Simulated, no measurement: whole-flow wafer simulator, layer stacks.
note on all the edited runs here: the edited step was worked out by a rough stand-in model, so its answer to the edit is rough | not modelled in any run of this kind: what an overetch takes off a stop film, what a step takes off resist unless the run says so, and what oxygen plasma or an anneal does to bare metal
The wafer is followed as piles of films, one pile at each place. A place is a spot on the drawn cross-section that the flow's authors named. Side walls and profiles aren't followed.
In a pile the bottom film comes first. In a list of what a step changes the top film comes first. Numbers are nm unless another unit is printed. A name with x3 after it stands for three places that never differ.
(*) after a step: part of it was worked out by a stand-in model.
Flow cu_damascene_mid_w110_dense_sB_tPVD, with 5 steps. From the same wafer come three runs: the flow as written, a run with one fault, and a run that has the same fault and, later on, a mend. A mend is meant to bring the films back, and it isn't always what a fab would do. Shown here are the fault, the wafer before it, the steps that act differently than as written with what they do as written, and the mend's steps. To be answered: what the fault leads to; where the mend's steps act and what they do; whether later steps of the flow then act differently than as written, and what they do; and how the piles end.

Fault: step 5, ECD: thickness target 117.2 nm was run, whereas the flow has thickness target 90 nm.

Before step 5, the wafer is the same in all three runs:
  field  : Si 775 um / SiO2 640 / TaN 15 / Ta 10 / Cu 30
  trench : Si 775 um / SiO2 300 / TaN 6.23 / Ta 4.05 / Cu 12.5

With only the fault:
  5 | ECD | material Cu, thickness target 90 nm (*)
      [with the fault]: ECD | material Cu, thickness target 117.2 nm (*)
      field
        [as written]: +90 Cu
        [with the fault]: +117.2 Cu
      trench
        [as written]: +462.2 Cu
        [with the fault]: +489.4 Cu
  None of the later steps of the flow acts differently than as written at any place that is followed.
  The piles end different from the flow's at field, trench by more than 2% or 0.5 nm, whichever is larger.
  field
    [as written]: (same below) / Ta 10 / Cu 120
    [with the fault]: (same below) / Ta 10 / Cu 147.2
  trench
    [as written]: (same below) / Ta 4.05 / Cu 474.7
    [with the fault]: (same below) / Ta 4.05 / Cu 501.9

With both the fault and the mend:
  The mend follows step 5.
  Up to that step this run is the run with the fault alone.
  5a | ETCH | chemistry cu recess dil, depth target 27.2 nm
      field, trench
        -27.2 Cu
  None of the later steps of the flow acts differently than as written at any place that is followed.
  At every place that both follow, the piles at the end match the flow's.
